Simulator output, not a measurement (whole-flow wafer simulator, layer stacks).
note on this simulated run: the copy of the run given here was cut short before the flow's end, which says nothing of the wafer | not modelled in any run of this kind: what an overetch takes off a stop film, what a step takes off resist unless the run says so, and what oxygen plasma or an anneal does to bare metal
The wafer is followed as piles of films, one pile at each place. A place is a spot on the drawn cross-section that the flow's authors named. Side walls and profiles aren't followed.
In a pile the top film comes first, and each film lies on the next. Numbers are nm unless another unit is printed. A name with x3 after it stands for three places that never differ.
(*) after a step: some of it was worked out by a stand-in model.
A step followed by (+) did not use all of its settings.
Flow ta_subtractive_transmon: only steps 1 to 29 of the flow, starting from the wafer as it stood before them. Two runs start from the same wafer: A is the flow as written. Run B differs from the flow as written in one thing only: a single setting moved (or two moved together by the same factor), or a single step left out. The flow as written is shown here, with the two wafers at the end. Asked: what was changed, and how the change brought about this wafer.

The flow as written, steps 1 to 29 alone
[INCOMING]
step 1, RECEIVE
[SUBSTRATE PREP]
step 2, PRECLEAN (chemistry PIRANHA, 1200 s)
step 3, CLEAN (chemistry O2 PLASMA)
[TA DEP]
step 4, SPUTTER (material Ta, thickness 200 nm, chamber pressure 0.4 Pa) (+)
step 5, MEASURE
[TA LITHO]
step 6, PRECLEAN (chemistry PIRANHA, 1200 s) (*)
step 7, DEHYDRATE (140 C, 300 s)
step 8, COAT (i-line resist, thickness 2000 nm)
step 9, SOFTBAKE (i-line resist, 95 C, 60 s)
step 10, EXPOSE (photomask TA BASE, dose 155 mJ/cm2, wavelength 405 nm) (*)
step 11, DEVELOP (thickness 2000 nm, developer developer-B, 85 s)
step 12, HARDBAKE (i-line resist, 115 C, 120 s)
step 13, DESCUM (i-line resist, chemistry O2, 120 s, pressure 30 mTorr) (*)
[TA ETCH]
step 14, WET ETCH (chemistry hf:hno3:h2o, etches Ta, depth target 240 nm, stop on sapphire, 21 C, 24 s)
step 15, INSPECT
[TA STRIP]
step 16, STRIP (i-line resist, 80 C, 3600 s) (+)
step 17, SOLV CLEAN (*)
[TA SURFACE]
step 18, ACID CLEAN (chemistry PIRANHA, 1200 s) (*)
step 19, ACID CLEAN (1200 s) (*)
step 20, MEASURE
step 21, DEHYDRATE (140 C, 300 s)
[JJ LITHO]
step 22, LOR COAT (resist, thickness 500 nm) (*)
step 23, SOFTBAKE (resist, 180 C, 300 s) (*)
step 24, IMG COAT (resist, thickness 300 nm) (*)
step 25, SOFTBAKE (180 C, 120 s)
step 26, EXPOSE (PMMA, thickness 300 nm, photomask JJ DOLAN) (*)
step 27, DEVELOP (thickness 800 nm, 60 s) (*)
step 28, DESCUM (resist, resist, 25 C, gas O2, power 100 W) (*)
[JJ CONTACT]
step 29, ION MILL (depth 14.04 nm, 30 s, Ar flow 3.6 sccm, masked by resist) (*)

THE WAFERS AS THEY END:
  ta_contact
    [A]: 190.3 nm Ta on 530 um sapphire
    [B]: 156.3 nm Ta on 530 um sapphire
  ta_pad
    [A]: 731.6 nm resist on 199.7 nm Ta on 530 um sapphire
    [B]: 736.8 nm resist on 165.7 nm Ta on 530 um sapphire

The reason: step 4, SPUTTER: thickness 166 nm was run, while the flow as written has thickness 200 nm.

The path from the change to this, step by step:
  step 4, SPUTTER (material Ta, thickness 200 nm, chamber pressure 0.4 Pa) (+)
      field x2, jj_line, lead, ta_contact, ta_pad: A +200 Ta (new film) | B +166 Ta (new film)
  step 14, WET ETCH (chemistry hf:hno3:h2o, etches Ta, depth target 240 nm, stop on sapphire, 21 C, 24 s)
      field x2, jj_line, lead: A -200 Ta (all of it) | B -166 Ta (all of it)
